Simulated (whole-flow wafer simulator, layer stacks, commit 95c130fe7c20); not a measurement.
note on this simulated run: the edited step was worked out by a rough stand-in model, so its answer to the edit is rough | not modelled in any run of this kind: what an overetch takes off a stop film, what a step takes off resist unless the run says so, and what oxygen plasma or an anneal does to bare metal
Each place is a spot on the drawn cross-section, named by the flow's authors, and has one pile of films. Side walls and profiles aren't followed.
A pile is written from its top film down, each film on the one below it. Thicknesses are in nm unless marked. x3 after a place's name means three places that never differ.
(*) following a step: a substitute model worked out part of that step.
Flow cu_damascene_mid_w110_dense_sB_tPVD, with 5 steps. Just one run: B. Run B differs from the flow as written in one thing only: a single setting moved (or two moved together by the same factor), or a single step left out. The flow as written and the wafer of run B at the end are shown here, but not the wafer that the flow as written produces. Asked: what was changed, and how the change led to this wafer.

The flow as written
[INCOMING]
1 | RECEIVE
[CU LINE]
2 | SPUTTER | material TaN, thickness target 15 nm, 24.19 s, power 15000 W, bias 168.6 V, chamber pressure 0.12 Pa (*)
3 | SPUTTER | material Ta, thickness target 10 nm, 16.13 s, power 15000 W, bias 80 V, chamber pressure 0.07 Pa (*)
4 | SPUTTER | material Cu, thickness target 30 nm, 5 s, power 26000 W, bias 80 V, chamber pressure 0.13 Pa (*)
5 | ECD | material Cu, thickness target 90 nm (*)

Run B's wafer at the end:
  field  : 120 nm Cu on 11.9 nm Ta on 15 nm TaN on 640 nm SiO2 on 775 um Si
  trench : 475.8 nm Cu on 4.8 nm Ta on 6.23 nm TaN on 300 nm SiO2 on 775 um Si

Cause: step 3, SPUTTER: 19.15 s was run, though the flow has 16.13 s.

The path from the change to this, step by step:
  3 | SPUTTER | material Ta, thickness target 10 nm, 16.13 s, power 15000 W, bias 80 V, chamber pressure 0.07 Pa (*)
      field: Ta gains 11.9 (new film) (in the flow as written it would be: Ta gains 10 (new film))
      trench: Ta gains 4.8 (new film) (in the flow as written it would be: Ta gains 4.05 (new film))
